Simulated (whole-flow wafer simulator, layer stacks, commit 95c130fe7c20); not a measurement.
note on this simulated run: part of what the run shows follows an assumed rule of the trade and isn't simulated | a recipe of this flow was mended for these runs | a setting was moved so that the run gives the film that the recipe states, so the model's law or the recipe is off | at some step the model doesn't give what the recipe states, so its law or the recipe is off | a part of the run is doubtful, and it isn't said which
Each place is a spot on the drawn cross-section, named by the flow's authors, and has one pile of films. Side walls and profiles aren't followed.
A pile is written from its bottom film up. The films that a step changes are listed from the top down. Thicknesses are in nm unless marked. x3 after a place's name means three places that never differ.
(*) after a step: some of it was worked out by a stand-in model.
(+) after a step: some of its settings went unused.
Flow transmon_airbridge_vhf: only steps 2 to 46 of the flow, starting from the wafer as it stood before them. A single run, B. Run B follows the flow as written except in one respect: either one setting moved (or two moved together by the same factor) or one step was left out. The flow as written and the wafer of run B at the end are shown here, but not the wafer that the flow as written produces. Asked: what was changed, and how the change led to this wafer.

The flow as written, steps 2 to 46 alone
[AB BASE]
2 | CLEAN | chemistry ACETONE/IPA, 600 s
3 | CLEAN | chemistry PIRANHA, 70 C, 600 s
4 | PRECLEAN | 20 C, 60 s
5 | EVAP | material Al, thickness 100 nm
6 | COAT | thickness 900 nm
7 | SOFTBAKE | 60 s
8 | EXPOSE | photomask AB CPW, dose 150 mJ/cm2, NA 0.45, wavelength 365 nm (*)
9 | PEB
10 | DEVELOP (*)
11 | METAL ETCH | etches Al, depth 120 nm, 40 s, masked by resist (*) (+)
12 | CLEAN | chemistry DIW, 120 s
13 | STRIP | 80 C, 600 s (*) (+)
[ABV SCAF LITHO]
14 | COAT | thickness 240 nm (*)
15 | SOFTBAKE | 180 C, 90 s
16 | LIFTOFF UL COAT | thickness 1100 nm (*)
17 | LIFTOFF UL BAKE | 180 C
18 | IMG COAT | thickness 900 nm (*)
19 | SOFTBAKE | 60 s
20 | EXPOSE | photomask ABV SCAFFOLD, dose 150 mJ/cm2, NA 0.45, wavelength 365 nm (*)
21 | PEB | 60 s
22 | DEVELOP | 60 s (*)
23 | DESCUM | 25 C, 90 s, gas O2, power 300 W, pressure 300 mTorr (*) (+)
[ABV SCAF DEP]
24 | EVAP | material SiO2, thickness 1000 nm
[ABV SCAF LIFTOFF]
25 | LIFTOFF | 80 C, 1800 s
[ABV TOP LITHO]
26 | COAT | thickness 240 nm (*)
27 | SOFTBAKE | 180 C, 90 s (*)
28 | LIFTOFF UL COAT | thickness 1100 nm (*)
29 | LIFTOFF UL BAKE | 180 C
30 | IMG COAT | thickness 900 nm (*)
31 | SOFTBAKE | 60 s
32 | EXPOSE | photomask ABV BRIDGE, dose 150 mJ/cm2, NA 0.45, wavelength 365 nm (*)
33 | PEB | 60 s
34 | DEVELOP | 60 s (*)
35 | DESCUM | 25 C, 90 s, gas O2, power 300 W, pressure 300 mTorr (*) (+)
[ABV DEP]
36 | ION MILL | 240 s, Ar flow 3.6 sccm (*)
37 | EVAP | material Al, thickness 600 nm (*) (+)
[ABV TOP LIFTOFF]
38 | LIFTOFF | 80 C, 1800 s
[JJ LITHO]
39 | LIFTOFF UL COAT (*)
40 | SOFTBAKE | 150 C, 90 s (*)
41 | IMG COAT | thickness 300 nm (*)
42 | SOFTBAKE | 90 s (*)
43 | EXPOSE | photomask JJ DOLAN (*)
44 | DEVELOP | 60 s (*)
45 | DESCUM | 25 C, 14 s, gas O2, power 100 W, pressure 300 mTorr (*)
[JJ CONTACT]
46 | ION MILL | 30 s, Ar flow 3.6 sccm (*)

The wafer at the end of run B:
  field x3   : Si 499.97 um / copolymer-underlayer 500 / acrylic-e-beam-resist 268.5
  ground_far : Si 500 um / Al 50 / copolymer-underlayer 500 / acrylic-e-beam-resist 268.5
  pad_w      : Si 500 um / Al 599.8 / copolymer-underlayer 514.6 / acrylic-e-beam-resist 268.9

Cause: step 5, EVAP: thickness 50 nm was run, whereas the flow has thickness 100 nm.
One can read it off the wafer: ground_far has Al 50, and step 5 as written asks for 100 nm.

The path from the change to this, step by step:
  5 | EVAP | material Al, thickness 100 nm
      field x3, jj_line, ground_far and 12 more: +50 Al (new film) (it would be, as written: +100 Al (new film))
  11 | METAL ETCH | etches Al, depth 120 nm, 40 s, masked by resist (*) (+)
      field x3, jj_line, gap_w, gap_e: -36.7 Al (all of it), -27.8 Si (it would be, as written: -86.7 Al (all of it), -11.1 Si)
  14 | COAT | thickness 240 nm (*)
      flank_w, flank_e: +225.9 acrylic-e-beam-resist (new film) (it would be, as written: +220.6 acrylic-e-beam-resist (new film))
  23 | DESCUM | 25 C, 90 s, gas O2, power 300 W, pressure 300 mTorr (*) (+)
      flank_w, flank_e: -225.9 acrylic-e-beam-resist (all of it) (it would be, as written: -220.6 acrylic-e-beam-resist (all of it))
  26 | COAT | thickness 240 nm (*)
      flank_w, flank_e: +159.3 acrylic-e-beam-resist (new film) (it would be, as written: +155.2 acrylic-e-beam-resist (new film))
  35 | DESCUM | 25 C, 90 s, gas O2, power 300 W, pressure 300 mTorr (*) (+)
      flank_w, flank_e: -159.3 acrylic-e-beam-resist (all of it) (it would be, as written: -155.2 acrylic-e-beam-resist (all of it))
  41 | IMG COAT | thickness 300 nm (*)
      flank_w, flank_e: +222.1 acrylic-e-beam-resist (new film) (it would be, as written: +217.1 acrylic-e-beam-resist (new film))
